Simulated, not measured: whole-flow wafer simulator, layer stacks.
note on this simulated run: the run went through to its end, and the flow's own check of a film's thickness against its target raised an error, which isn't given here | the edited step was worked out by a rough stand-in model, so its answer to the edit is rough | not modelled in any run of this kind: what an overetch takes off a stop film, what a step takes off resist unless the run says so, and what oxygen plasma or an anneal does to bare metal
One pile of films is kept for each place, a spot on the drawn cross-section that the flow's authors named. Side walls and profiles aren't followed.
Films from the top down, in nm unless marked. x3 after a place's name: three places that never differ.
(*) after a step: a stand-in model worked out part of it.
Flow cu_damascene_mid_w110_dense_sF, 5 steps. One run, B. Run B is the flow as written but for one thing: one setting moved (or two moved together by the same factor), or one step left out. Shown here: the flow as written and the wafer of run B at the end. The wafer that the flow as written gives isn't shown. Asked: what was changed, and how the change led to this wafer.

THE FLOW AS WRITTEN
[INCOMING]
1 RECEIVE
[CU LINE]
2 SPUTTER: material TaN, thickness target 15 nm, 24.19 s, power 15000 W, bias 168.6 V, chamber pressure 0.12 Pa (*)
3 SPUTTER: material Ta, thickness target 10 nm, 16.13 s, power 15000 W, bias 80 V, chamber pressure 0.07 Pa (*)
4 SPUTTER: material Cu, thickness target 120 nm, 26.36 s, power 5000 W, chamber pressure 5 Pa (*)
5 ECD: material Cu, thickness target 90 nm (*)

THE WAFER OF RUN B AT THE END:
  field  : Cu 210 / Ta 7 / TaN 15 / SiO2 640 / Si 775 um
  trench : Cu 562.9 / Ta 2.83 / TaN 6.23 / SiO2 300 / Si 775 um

The cause: step 3, SPUTTER: 11.29 s was run, where the flow has 16.13 s.

How the change led to this, step by step:
  3 SPUTTER: material Ta, thickness target 10 nm, 16.13 s, power 15000 W, bias 80 V, chamber pressure 0.07 Pa (*)
      field: Ta +7 (new film) (as written it would be: Ta +10 (new film))
      trench: Ta +2.83 (new film) (as written it would be: Ta +4.05 (new film))
